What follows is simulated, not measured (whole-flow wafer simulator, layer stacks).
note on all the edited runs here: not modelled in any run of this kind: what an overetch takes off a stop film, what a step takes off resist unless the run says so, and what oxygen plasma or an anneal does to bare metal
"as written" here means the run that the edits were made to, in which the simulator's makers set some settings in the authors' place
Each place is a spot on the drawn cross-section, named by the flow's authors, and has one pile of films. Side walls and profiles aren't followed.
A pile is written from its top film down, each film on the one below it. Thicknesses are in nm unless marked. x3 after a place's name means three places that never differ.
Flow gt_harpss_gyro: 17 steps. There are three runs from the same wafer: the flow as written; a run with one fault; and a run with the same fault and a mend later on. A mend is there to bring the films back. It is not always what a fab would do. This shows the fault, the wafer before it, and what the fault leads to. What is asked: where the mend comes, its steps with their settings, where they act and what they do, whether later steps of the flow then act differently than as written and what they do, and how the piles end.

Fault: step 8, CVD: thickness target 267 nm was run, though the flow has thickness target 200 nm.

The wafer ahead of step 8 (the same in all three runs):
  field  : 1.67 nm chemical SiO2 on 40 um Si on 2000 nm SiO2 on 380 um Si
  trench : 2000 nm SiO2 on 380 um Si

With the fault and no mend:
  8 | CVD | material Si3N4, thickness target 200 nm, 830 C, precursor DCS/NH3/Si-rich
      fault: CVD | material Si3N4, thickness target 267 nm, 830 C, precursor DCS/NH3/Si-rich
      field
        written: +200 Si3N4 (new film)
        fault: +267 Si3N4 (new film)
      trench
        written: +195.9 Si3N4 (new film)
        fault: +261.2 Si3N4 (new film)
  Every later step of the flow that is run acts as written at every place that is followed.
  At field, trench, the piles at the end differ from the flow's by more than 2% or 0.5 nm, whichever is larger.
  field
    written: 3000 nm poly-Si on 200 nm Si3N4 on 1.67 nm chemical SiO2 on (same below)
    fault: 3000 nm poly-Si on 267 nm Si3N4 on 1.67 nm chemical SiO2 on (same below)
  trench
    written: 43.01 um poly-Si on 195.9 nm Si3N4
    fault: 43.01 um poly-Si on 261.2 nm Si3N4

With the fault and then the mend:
  After step 8 comes the mend.
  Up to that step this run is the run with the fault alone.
  8a | ETCH | chemistry h3po4, depth target 306.8 nm
      field
        -267 Si3N4 (all of it)
      trench
        -261.2 Si3N4 (all of it)
  8b | CLEAN | chemistry SPM (the flow's step 1, run once more)
      alters no film at any place that is followed
  8c | CVD | material Si3N4, thickness target 200 nm, 830 C, precursor DCS/NH3/Si-rich (the flow's step 8, run once more)
      field
        +200 Si3N4 (new film)
      trench
        +195.9 Si3N4 (new film)
  Every later step of the flow that is run acts as written at every place that is followed.
  By the end, the piles equal the flow's at every place that both follow.
